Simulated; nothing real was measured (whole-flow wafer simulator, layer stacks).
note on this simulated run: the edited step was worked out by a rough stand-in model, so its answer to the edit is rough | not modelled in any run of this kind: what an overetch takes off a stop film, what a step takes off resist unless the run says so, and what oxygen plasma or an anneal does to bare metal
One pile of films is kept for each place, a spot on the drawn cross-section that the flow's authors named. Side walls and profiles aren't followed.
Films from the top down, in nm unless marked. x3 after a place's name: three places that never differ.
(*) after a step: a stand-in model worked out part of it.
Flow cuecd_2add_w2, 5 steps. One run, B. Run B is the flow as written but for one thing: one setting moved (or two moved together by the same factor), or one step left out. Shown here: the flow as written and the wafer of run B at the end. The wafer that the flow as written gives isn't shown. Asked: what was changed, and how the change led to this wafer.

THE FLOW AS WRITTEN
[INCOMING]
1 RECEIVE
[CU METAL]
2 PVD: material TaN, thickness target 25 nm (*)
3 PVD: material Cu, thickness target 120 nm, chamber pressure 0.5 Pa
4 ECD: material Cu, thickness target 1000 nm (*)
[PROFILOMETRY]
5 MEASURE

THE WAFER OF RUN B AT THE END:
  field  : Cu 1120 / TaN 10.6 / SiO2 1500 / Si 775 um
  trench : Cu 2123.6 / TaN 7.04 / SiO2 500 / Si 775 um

The cause: step 2, PVD: thickness target 10.6 nm was run, where the flow has thickness target 25 nm.
It can be read off the wafer: field has TaN 10.6, and step 2 as written asks for 25 nm.

How the change led to this, step by step:
  2 PVD: material TaN, thickness target 25 nm (*)
      field: TaN +10.6 (new film) (as written it would be: TaN +25 (new film))
      trench: TaN +7.04 (new film) (as written it would be: TaN +16.6 (new film))
